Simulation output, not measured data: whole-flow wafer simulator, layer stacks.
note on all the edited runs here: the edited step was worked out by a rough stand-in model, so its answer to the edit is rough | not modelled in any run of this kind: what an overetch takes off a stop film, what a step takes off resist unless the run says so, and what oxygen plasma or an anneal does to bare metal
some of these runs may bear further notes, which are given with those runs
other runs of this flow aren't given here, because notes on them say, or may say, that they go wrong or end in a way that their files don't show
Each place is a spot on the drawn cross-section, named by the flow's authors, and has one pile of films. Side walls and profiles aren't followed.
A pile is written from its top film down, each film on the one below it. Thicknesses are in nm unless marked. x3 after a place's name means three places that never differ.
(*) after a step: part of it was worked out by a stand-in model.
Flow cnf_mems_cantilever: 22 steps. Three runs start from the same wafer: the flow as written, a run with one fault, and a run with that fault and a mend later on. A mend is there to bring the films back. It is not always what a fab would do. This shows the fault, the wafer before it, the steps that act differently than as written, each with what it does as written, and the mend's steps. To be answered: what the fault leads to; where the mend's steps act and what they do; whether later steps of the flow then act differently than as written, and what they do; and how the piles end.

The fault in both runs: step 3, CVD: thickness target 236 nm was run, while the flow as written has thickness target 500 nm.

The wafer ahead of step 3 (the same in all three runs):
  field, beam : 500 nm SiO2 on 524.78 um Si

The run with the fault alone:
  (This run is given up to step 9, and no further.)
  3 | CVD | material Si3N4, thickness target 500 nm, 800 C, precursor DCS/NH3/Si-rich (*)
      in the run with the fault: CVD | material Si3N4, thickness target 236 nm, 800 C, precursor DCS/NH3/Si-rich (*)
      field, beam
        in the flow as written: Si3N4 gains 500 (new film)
        in the run with the fault: Si3N4 gains 236 (new film)
  None of the later steps of the flow up to step 9 acts differently than as written at any place that is followed.
  The piles after step 9 differ from the flow's at field, beam by more than 2% or 0.5 nm, whichever is larger.
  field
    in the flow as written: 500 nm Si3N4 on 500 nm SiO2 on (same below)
    in the run with the fault: 236 nm Si3N4 on 500 nm SiO2 on (same below)
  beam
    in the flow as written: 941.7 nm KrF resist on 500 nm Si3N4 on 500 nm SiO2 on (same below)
    in the run with the fault: 941.7 nm KrF resist on 236 nm Si3N4 on 500 nm SiO2 on (same below)

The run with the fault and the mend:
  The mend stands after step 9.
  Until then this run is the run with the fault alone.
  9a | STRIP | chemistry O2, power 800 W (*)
      beam
        KrF resist loses 941.7 (all of it)
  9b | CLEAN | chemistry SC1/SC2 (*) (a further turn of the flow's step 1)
      does not change any film at any place that is followed
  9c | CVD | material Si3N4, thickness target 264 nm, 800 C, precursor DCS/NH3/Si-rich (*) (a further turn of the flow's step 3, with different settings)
      field, beam
        Si3N4 gains 264
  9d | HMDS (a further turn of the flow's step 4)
      does not change any film at any place that is followed
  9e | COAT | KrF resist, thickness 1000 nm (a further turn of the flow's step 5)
      field, beam
        KrF resist gains 1000 (new film)
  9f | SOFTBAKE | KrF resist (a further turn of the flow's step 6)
      does not change any film at any place that is followed
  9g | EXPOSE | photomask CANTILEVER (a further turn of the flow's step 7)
      does not change any film at any place that is followed
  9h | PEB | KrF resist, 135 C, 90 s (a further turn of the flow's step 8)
      field, beam
        KrF resist loses 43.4
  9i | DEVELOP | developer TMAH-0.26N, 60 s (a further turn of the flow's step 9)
      field
        KrF resist loses 956.6 (all of it)
      beam
        KrF resist loses 14.9
  None of the later steps of the flow acts differently than as written at any place that is followed.
  At every place that both follow, the piles at the end match the flow's.
